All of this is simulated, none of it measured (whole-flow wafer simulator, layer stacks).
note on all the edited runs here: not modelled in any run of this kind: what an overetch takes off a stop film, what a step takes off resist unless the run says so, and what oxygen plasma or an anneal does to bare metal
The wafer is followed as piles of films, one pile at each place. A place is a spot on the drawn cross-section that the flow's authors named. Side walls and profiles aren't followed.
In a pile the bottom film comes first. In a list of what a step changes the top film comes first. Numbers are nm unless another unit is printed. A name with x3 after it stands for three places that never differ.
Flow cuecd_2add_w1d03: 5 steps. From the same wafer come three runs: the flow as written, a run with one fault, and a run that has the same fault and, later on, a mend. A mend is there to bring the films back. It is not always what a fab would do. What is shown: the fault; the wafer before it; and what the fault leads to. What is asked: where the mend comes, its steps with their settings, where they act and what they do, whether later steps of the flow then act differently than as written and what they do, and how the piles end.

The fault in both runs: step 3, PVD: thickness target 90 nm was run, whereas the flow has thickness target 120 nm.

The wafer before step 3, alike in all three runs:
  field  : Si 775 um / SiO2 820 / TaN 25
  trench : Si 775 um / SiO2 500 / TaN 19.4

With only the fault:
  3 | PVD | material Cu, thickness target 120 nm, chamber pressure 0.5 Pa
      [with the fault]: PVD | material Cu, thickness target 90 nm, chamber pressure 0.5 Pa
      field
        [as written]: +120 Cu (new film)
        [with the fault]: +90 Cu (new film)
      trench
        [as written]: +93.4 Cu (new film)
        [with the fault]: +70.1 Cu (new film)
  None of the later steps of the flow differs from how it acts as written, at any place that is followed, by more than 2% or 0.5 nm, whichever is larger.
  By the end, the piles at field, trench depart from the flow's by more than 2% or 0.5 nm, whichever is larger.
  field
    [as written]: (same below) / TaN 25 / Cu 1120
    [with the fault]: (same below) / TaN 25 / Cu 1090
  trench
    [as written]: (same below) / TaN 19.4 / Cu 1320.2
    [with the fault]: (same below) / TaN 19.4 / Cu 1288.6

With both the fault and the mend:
  After step 3 comes the mend.
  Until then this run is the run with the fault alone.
  3a | PVD | material Cu, thickness target 30 nm, chamber pressure 0.5 Pa (the flow's step 3, run once more with other settings)
      field
        +30 Cu
      trench
        +22.5 Cu
  None of the later steps of the flow differs from how it acts as written, at any place that is followed, by more than 2% or 0.5 nm, whichever is larger.
  The piles end the same as the flow's at every place that both follow.
